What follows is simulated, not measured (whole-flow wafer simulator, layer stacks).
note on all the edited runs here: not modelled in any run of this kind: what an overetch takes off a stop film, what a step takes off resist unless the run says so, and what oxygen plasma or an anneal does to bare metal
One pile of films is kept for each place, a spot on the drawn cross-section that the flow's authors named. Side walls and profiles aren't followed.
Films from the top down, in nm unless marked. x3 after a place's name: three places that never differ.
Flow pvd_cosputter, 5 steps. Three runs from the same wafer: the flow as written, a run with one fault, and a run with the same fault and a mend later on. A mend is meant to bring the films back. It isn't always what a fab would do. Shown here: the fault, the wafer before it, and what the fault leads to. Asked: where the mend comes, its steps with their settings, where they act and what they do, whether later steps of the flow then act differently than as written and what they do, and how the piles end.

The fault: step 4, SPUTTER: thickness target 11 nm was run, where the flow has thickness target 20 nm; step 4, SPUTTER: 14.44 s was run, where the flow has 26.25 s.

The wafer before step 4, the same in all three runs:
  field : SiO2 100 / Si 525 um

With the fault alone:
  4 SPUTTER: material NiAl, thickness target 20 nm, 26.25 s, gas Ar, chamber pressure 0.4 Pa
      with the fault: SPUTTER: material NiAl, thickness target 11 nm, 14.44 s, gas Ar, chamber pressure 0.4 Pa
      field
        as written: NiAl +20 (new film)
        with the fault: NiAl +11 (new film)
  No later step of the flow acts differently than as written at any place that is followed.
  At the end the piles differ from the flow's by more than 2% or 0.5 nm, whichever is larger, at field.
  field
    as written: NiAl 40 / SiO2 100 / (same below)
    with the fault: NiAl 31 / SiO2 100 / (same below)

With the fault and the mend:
  The mend comes after step 4.
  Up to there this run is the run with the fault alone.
  4a SPUTTER: material NiAl, thickness target 9 nm, 11.81 s, gas Ar, chamber pressure 0.4 Pa (the flow's step 4 once more, with other settings)
      field
        NiAl +9
  No later step of the flow acts differently than as written at any place that is followed.
  At the end the piles are the same as the flow's at every place that both follow.
